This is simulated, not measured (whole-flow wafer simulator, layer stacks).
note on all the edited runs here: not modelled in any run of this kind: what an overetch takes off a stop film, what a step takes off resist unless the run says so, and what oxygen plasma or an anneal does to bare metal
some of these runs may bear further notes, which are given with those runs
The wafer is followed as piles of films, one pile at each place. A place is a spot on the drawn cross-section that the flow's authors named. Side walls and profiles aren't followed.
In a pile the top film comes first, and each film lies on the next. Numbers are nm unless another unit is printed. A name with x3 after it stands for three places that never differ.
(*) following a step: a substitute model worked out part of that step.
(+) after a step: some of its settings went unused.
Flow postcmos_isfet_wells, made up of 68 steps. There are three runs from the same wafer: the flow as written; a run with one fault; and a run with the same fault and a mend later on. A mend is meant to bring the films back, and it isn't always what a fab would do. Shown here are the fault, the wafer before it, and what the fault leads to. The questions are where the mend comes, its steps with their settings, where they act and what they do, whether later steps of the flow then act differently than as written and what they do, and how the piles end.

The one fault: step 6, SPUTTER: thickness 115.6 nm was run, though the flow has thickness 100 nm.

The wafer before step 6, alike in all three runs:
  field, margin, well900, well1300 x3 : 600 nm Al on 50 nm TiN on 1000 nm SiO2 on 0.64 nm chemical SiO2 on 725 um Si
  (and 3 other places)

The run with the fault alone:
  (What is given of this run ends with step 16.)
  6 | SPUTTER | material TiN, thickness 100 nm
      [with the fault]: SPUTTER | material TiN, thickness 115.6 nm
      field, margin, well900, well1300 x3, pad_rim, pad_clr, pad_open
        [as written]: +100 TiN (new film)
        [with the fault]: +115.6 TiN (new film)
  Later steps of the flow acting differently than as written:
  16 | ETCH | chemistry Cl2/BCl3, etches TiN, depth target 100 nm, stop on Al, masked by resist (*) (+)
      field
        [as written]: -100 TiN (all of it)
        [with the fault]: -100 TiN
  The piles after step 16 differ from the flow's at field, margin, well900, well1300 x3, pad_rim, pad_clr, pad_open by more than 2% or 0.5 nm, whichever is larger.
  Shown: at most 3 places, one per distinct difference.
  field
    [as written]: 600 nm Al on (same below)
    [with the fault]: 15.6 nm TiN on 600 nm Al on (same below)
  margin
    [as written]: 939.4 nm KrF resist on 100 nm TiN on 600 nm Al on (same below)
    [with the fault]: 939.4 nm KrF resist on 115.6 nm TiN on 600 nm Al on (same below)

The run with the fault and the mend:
  After step 6 comes the mend.
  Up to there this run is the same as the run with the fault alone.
  6a | ETCH | chemistry peroxide tin strip, depth target 15.6 nm
      field, margin, well900, well1300 x3, pad_rim, pad_clr, pad_open
        -15.6 TiN
  Every later step of the flow that is run acts as written at every place that is followed.
  By the end, the piles equal the flow's at every place that both follow.
